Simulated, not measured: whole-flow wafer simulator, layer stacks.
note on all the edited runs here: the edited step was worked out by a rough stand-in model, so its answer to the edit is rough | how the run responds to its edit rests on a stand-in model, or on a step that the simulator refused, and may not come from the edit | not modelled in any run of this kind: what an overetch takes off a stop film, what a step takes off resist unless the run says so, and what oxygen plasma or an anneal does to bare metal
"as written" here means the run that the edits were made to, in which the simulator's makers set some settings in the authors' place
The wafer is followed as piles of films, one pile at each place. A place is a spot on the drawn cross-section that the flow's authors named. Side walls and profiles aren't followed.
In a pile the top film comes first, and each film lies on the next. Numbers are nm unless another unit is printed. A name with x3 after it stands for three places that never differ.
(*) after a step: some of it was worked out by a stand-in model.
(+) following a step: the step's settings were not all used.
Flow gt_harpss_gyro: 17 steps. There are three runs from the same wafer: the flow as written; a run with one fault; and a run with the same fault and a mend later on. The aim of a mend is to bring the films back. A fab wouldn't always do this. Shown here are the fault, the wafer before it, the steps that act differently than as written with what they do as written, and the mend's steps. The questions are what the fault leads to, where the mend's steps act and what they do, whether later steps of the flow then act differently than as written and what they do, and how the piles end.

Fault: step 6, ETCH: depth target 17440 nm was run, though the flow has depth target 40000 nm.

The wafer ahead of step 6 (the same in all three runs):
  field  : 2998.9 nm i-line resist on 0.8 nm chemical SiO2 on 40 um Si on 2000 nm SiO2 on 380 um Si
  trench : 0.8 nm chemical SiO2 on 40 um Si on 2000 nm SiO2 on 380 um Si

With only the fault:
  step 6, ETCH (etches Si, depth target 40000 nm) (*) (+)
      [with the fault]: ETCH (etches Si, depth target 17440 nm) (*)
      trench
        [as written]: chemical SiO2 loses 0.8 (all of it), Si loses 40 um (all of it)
        [with the fault]: chemical SiO2 loses 0.8 (all of it), Si loses 17.44 um
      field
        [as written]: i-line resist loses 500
        [with the fault]: i-line resist loses 218
  Later steps of the flow acting differently than as written (2 other steps are not shown; they differ only slightly, by no more than 2% or 0.5 nm, whichever is larger):
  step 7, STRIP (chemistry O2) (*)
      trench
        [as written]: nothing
        [with the fault]: chemical SiO2 gains 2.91 (new film), Si loses 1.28
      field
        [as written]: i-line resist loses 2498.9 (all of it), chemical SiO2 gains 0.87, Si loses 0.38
        [with the fault]: i-line resist loses 2780.9 (all of it), chemical SiO2 gains 0.9, Si loses 0.4
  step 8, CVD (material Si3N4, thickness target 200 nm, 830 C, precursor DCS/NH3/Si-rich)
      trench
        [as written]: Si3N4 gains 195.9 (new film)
        [with the fault]: Si3N4 gains 200 (new film)
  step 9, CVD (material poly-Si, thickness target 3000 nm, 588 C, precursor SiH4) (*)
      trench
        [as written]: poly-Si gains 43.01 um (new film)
        [with the fault]: poly-Si gains 20.44 um (new film)
  By the end, the piles at trench depart from the flow's by more than 2% or 0.5 nm, whichever is larger.
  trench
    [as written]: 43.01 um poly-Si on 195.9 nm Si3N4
    [with the fault]: 20.44 um poly-Si on 200 nm Si3N4 on 2.91 nm chemical SiO2 on 22.56 um Si

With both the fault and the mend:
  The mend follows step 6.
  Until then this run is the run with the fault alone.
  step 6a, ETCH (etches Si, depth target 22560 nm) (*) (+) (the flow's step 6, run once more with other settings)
      field
        i-line resist loses 282
      trench
        Si loses 22.56 um (all of it)
  None of the later steps of the flow acts differently than as written at any place that is followed.
  The piles end the same as the flow's at every place that both follow.
